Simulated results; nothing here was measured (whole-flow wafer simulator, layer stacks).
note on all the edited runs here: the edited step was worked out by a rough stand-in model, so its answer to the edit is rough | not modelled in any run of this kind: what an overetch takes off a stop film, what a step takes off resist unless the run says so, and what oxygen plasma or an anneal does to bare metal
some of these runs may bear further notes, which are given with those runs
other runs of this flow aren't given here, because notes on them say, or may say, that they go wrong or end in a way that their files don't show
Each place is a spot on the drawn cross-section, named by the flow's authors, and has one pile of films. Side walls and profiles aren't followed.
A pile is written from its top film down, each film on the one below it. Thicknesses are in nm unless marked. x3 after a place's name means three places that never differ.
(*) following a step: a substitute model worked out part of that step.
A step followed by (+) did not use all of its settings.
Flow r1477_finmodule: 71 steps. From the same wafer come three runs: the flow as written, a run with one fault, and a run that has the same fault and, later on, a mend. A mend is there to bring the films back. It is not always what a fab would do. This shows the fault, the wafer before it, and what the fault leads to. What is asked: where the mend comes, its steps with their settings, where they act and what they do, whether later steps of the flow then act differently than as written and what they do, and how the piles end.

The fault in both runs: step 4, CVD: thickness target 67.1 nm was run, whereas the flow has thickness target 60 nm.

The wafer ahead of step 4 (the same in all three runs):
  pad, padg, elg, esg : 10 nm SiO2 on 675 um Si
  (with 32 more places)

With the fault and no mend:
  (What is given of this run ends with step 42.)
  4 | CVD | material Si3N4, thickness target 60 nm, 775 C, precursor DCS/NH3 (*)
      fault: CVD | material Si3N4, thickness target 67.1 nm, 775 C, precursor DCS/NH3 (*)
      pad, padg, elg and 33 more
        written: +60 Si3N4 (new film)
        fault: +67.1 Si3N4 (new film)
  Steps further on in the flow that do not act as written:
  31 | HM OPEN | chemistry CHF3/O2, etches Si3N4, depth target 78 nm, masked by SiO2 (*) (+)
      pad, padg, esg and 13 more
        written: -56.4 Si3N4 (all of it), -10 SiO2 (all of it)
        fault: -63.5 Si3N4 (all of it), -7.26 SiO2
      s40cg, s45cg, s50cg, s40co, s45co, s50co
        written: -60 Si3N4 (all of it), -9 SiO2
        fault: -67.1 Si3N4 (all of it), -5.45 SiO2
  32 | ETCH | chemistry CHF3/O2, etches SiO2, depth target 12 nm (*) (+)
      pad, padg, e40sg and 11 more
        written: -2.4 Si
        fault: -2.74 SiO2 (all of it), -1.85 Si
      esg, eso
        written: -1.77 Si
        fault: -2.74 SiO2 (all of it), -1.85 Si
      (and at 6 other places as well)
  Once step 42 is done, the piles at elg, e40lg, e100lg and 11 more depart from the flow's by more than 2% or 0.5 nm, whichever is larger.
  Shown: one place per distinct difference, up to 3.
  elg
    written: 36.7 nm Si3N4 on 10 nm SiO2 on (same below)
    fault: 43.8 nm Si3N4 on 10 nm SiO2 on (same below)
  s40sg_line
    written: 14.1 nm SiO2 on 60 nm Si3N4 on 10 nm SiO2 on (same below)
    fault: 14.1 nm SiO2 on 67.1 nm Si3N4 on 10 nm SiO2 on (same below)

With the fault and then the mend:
  The mend stands after step 5.
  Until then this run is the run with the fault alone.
  5a | ETCH | chemistry h3po4, depth target 77.16 nm
      pad, padg, elg and 33 more
        -67.1 Si3N4 (all of it)
  5b | CLEAN | chemistry SC1/SC2 (the flow's step 2, run once more)
      leaves every film unchanged at each place that is followed
  5c | CVD | material Si3N4, thickness target 60 nm, 775 C, precursor DCS/NH3 (*) (the flow's step 4, run once more)
      pad, padg, elg and 33 more
        +60 Si3N4 (new film)
  Every later step of the flow that is run acts as written at every place that is followed.
  At every place that both follow, the piles at the end match the flow's.
